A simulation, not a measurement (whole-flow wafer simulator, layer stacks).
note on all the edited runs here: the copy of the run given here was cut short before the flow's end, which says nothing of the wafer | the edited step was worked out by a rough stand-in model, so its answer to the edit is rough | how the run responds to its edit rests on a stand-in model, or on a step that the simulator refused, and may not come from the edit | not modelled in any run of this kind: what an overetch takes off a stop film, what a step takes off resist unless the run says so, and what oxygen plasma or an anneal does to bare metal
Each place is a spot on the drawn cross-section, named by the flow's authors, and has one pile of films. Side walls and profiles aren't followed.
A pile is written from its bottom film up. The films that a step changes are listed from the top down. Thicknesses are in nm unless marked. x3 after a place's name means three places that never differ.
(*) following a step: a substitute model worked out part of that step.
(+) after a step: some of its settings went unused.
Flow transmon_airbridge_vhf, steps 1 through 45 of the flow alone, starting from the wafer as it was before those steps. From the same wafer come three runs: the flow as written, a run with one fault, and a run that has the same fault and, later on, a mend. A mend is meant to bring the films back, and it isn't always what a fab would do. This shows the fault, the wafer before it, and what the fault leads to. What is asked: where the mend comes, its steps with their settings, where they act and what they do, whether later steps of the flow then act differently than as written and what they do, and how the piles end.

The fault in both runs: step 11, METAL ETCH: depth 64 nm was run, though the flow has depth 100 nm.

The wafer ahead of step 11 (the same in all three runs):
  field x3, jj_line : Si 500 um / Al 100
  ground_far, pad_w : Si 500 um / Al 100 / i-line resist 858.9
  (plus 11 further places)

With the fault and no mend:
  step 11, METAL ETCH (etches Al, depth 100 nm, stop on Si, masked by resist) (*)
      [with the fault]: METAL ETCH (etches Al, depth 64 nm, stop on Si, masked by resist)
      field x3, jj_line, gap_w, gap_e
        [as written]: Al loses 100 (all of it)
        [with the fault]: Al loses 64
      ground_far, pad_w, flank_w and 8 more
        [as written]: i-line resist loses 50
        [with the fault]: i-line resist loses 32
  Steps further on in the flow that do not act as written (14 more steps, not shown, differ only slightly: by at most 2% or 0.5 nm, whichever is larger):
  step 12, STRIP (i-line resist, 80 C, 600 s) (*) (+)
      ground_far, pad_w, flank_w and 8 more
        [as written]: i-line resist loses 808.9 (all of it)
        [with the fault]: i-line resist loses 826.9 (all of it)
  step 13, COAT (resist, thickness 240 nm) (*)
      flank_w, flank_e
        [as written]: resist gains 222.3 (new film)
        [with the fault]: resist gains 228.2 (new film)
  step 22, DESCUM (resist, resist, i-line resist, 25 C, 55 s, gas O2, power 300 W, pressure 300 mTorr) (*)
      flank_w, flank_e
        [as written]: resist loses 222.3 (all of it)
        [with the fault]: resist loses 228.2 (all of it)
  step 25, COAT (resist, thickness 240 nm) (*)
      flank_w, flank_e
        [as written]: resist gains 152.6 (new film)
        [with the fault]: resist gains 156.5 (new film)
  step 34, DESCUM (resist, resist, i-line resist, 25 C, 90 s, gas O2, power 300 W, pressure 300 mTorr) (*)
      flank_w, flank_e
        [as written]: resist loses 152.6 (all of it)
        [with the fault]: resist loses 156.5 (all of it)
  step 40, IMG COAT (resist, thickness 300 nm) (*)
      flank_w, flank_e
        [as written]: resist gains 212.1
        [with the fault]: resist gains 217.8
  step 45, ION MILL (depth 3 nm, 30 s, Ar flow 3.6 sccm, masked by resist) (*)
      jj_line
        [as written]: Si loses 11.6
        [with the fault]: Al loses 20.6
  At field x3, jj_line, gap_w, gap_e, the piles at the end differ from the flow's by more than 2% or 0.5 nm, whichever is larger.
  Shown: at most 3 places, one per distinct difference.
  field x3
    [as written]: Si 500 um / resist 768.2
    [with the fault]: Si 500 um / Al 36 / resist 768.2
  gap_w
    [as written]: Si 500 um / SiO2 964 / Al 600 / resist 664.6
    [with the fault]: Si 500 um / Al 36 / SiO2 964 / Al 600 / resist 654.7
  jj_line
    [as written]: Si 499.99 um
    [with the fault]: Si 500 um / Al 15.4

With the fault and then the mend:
  The mend stands after step 12.
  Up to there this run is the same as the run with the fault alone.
  step 12a, COAT (i-line resist, thickness 900 nm) (*) (the flow's step 6 again)
      field x3, jj_line, trace_open_s x2, margin_s, bridge_strip, margin_n
        i-line resist gains 900 (new film)
      pad_w, pad_e
        i-line resist gains 892.1 (new film)
      flank_w, flank_e
        i-line resist gains 885 (new film)
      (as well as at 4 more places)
  step 12b, SOFTBAKE (i-line resist, 90 C, 90 s) (the flow's step 7 again)
      flank_w, flank_e
        i-line resist loses 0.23
      gap_w, gap_e
        i-line resist gains 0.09
  step 12c, EXPOSE (i-line resist, thickness 900 nm, photomask AB CPW, dose 155.4 mJ/cm2, NA 0.45, wavelength 365 nm) (*) (the flow's step 8 again)
      does not change any film at any place that is followed
  step 12d, PEB (i-line resist, 110 C, 60 s) (the flow's step 9 again)
      field x3, jj_line, trace_open_s x2, margin_s, bridge_strip, margin_n
        i-line resist loses 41
      pad_w, pad_e
        i-line resist loses 40.7
      flank_w, flank_e
        i-line resist loses 40.3
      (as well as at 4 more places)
  step 12e, DEVELOP (i-line resist, thickness 900 nm, developer developer-B, 60 s) (the flow's step 10 again)
      pad_w, pad_e, trace_open_s x2, margin_s, bridge_strip, margin_n
        i-line resist loses 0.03
      field x3, jj_line
        i-line resist loses 859 (all of it)
      gap_w, gap_e
        i-line resist loses 892.4 (all of it)
  step 12f, METAL ETCH (etches Al, depth 36 nm, stop on Si, masked by resist) (*) (the flow's step 11 again, with other settings)
      ground_far, pad_w, flank_w and 8 more
        i-line resist loses 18
      field x3, jj_line, gap_w, gap_e
        Al loses 36 (all of it)
  step 12g, STRIP (i-line resist, 80 C, 600 s) (*) (+) (the flow's step 12 again)
      trace_open_s x2, margin_s, bridge_strip, margin_n
        i-line resist loses 840.9 (all of it)
      pad_w, pad_e
        i-line resist loses 833.4 (all of it)
      flank_w, flank_e
        i-line resist loses 826.4 (all of it)
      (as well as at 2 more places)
  None of the later steps of the flow acts differently than as written at any place that is followed.
  At every place that both follow, the piles at the end match the flow's.
